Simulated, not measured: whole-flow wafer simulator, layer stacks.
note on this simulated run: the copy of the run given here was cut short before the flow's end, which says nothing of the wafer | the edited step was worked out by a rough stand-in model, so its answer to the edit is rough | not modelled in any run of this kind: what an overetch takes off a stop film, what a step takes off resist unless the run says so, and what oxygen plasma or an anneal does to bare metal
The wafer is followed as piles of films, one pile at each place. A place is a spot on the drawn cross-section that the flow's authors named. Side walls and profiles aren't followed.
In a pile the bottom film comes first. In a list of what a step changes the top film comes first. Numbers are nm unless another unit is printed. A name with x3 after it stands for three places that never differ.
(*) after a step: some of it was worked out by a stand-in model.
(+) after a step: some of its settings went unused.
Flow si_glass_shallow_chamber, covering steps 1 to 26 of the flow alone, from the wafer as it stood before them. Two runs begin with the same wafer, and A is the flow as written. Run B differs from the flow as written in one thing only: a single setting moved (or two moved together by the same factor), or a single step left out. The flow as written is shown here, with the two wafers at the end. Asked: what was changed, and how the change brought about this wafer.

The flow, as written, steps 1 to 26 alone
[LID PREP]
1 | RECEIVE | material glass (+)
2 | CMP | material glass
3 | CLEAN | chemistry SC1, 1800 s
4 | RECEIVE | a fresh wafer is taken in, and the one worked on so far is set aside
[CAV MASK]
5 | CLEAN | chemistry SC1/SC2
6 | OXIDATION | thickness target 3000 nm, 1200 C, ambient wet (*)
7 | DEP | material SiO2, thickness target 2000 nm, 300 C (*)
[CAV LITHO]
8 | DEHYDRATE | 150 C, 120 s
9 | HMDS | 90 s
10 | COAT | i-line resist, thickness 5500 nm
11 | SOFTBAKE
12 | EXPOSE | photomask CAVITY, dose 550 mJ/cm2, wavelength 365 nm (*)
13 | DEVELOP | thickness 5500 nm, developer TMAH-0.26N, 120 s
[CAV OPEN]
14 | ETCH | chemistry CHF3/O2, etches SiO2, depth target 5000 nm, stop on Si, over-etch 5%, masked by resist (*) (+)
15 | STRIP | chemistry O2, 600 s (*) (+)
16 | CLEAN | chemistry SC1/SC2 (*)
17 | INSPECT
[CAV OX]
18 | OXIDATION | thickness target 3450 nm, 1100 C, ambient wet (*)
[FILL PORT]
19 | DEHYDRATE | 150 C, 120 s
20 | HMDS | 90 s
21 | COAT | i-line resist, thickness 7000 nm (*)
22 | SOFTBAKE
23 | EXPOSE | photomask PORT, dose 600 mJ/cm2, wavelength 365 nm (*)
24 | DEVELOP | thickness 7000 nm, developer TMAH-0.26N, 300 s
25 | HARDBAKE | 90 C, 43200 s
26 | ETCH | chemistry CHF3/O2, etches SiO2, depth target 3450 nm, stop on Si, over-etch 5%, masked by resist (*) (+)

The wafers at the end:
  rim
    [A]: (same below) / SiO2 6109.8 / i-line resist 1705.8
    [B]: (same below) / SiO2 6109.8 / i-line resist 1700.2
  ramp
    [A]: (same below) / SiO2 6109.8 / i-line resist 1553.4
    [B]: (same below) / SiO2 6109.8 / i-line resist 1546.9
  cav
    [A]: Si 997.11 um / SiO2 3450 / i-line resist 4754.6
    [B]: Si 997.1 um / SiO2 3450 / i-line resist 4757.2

The reason: step 14, ETCH: over-etch 6.13% was run, while the flow as written has over-etch 5%.

Step by step, how the change led to this:
  14 | ETCH | chemistry CHF3/O2, etches SiO2, depth target 5000 nm, stop on Si, over-etch 5%, masked by resist (*) (+)
      cav, port: A SiO2 loses 5000 (all of it), Si loses 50 | B SiO2 loses 5000 (all of it), Si loses 61.3
  15 | STRIP | chemistry O2, 600 s (*) (+)
      rim, ramp, septum, ring: A i-line resist loses 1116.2 (all of it) | B i-line resist loses 1069.1 (all of it)
